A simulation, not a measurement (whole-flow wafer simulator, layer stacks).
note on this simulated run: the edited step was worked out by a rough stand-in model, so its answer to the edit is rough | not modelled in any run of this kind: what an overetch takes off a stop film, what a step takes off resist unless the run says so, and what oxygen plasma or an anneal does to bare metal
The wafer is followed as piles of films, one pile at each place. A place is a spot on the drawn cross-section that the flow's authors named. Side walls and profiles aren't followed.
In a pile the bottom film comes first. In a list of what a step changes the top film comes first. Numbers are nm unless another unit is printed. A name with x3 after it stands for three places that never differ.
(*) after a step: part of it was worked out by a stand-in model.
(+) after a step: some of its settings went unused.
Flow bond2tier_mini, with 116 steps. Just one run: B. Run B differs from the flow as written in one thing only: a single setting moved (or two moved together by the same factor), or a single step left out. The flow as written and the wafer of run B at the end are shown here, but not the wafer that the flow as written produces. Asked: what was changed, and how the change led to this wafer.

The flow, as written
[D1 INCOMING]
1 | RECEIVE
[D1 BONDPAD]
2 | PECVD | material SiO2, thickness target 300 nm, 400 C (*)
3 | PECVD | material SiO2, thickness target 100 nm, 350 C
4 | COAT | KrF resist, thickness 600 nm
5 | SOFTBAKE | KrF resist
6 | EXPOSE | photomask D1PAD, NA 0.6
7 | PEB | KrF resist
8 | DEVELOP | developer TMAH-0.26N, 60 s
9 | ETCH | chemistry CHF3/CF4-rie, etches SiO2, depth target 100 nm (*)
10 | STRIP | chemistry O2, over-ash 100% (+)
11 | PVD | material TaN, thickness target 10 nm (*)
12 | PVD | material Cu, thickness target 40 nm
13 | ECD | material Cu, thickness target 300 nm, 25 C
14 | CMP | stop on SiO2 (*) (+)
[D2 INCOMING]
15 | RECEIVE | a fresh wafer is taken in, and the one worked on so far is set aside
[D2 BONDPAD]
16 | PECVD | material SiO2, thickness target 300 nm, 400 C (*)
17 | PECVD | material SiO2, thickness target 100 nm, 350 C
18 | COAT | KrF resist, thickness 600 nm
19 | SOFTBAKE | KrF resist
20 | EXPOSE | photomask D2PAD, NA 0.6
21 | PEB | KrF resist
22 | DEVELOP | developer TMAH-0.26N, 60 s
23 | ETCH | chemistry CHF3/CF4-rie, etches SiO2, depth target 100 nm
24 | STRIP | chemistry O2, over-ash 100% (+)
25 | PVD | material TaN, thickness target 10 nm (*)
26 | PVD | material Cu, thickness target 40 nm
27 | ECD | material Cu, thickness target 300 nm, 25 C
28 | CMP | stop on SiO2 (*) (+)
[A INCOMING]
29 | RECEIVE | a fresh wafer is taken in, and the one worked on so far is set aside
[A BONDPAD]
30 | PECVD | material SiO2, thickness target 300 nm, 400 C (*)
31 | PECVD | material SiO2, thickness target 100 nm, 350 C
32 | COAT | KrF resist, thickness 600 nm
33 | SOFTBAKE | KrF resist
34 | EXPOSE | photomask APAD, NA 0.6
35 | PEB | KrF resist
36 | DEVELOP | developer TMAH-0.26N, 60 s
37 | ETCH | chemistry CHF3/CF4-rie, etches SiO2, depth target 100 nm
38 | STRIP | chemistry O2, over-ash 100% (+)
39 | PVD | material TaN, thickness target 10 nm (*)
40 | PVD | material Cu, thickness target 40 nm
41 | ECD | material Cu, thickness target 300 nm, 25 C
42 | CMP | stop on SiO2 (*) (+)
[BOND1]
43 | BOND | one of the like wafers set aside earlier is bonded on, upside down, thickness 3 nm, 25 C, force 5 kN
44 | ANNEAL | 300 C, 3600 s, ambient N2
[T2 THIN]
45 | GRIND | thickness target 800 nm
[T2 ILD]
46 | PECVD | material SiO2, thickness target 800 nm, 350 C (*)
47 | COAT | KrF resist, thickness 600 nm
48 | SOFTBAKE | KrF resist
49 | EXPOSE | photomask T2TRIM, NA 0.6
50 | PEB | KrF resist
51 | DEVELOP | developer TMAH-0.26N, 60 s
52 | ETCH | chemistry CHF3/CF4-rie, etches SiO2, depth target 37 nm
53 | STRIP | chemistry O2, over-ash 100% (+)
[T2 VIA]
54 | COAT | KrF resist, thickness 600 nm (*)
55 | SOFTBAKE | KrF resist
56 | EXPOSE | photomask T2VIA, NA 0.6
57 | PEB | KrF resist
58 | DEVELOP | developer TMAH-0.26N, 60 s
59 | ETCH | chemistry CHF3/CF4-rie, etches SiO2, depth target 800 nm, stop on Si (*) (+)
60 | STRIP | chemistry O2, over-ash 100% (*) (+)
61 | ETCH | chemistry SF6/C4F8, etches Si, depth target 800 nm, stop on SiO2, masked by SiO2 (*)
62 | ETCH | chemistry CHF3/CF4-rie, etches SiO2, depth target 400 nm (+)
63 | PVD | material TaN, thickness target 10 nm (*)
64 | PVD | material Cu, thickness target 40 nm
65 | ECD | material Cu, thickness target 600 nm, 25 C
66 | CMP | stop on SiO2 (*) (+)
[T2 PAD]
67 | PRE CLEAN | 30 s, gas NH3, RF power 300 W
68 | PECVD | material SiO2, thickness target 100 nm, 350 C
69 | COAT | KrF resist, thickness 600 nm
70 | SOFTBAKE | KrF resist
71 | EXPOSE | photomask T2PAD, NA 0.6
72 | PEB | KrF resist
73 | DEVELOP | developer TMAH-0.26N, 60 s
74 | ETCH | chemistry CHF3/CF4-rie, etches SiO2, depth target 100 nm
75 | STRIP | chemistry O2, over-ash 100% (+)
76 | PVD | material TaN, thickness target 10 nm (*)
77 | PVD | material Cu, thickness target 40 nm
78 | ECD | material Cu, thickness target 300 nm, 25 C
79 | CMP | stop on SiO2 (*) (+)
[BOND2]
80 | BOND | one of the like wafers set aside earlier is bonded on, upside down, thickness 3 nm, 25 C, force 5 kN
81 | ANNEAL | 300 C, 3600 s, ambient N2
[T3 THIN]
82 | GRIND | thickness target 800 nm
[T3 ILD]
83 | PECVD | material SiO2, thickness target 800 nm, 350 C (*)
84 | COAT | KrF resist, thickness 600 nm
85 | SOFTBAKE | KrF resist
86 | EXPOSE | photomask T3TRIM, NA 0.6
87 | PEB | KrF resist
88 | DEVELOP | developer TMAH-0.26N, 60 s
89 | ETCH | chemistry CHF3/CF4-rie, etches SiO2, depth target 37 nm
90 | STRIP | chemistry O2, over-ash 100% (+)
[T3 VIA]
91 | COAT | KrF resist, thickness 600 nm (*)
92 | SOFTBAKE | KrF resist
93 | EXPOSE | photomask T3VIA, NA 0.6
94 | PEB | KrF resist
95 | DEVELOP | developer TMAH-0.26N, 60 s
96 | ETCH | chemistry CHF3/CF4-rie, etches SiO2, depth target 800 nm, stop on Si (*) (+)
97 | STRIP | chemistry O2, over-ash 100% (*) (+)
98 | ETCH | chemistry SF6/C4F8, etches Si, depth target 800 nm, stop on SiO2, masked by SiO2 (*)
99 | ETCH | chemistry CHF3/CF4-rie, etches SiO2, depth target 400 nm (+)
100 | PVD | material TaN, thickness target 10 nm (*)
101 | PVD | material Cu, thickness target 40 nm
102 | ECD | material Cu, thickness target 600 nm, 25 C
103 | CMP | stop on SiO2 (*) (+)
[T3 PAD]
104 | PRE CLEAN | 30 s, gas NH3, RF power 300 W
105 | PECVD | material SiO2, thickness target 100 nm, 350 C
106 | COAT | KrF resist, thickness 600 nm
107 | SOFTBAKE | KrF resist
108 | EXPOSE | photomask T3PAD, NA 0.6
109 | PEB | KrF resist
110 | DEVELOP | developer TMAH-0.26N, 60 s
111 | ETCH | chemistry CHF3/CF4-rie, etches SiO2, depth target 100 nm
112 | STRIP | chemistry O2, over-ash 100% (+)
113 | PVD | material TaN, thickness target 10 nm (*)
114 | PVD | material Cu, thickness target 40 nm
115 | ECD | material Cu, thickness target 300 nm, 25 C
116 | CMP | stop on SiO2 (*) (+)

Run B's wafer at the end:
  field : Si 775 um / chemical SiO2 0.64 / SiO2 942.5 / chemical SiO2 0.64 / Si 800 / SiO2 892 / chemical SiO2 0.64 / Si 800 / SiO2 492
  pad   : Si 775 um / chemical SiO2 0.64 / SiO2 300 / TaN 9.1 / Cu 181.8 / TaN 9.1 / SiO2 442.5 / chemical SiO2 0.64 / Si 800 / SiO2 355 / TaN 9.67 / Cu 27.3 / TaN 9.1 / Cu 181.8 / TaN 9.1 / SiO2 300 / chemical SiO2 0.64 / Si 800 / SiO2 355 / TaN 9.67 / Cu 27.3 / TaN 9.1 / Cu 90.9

What caused this: step 2, PECVD: thickness target 442.5 nm was run, whereas the flow has thickness target 300 nm.
The wafer lets one read it off: pad has SiO2 442.5, and step 2 as written asks for 300 nm.

Step by step, how the change led to this:
  2 | PECVD | material SiO2, thickness target 300 nm, 400 C (*)
      field, pad, via: SiO2 gains 442.5 (new film) (in the flow as written it would be: SiO2 gains 300 (new film))
  43 | BOND | one of the like wafers set aside earlier is bonded on, upside down, thickness 3 nm, 25 C, force 5 kN
      field: Si gains 775 um (new film), chemical SiO2 gains 0.64 (new film), SiO2 gains 542.5 (in the flow as written it would be: Si gains 775 um (new film), chemical SiO2 gains 0.64 (new film), SiO2 gains 400)
      pad: Si gains 775 um (new film), chemical SiO2 gains 0.64 (new film), SiO2 gains 442.5 (new film), TaN gains 9.1 (new film), Cu gains 90.9 (in the flow as written it would be: Si gains 775 um (new film), chemical SiO2 gains 0.64 (new film), SiO2 gains 300 (new film), TaN gains 9.1 (new film), Cu gains 90.9)
      (and at 1 other place as well)
